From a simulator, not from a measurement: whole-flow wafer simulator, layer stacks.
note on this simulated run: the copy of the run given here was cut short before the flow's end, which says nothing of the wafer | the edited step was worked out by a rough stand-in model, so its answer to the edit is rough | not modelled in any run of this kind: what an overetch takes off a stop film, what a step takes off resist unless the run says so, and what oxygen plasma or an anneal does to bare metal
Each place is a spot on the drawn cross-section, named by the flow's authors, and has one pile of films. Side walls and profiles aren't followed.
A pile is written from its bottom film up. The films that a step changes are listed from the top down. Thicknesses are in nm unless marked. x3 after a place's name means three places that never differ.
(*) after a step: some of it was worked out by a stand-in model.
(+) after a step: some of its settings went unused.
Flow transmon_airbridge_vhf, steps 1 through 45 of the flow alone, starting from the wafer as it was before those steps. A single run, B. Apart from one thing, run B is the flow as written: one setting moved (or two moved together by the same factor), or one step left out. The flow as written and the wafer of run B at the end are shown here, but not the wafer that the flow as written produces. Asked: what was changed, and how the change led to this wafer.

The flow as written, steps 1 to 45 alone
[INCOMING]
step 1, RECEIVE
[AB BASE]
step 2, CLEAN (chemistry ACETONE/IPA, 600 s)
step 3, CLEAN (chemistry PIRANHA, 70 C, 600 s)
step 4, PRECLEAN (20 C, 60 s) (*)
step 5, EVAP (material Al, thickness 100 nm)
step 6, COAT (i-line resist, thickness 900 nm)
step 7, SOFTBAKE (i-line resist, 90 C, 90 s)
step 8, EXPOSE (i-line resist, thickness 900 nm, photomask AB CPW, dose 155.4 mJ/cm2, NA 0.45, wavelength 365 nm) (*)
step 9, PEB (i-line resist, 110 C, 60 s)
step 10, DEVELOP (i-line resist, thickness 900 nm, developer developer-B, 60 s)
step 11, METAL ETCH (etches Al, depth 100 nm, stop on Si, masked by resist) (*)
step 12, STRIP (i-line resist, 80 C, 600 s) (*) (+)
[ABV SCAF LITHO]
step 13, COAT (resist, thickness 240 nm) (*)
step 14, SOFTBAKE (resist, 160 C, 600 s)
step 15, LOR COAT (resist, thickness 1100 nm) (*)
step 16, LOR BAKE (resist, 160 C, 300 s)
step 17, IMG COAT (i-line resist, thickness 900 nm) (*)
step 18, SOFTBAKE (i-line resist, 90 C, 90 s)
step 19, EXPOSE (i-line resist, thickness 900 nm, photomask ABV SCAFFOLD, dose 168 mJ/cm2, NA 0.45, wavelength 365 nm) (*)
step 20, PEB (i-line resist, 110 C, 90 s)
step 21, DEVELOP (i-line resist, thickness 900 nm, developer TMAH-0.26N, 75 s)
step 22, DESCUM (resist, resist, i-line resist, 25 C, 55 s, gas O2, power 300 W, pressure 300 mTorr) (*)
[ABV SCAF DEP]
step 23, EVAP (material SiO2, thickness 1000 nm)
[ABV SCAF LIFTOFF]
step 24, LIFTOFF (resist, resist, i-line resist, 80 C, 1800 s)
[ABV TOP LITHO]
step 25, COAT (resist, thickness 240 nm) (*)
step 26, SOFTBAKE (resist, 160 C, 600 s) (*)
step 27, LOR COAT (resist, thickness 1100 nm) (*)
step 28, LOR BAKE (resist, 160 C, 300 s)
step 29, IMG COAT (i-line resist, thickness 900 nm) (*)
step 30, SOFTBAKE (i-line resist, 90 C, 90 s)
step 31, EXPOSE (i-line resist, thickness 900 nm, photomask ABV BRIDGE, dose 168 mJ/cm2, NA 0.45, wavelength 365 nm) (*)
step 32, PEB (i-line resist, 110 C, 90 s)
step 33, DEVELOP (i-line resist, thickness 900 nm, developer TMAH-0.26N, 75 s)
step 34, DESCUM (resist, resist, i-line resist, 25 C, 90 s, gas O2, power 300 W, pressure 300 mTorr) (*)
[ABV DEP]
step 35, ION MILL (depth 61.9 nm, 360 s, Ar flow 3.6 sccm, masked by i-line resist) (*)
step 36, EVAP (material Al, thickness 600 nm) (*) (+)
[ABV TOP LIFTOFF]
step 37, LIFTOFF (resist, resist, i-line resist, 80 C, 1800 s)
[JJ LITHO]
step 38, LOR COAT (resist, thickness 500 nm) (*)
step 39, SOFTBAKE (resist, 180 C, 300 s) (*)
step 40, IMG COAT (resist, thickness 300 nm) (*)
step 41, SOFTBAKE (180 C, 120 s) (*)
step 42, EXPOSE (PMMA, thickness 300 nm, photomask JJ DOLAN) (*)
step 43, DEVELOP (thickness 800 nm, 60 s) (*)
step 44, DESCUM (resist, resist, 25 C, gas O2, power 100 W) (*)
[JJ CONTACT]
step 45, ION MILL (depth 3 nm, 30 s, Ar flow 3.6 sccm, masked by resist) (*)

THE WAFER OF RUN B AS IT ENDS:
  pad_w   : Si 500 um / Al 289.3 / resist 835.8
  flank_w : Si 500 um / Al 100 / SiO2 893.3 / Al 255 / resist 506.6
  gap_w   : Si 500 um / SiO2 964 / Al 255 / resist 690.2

Cause: step 36, EVAP: thickness 255 nm was run, though the flow has thickness 600 nm.
One can read it off the wafer: flank_w has Al 255, and step 36 as written asks for 600 nm.

Step by step, how the change led to this:
  step 36, EVAP (material Al, thickness 600 nm) (*) (+)
      field x3, jj_line, ground_far and 10 more: +255 Al (new film) (as written it would have been: +600 Al (new film))
      pad_w, pad_e: +251.3 Al (as written it would have been: +591.2 Al)
  step 37, LIFTOFF (resist, resist, i-line resist, 80 C, 1800 s)
      field x3, jj_line, trace_open_s x2: -255 Al (all of it), -600 i-line resist (all of it), -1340 resist (all of it) (as written it would have been: -600 Al (all of it), -600 i-line resist (all of it), -1340 resist (all of it))
      margin_s, margin_n: -255 Al (all of it), -318.3 i-line resist (all of it), -992 resist (all of it) (as written it would have been: -600 Al (all of it), -318.3 i-line resist (all of it), -992 resist (all of it))
      (and at 1 other place as well)
  step 38, LOR COAT (resist, thickness 500 nm) (*)
      pad_w, pad_e: +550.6 resist (new film) (as written it would have been: +517 resist (new film))
      flank_w, flank_e: +314.5 resist (new film) (as written it would have been: +306.5 resist (new film))
      (and at 6 other places as well)
  step 40, IMG COAT (resist, thickness 300 nm) (*)
      pad_w, pad_e: +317 resist (as written it would have been: +300.1 resist)
      flank_w, flank_e: +223.9 resist (as written it would have been: +212.1 resist)
      (and at 6 other places as well)
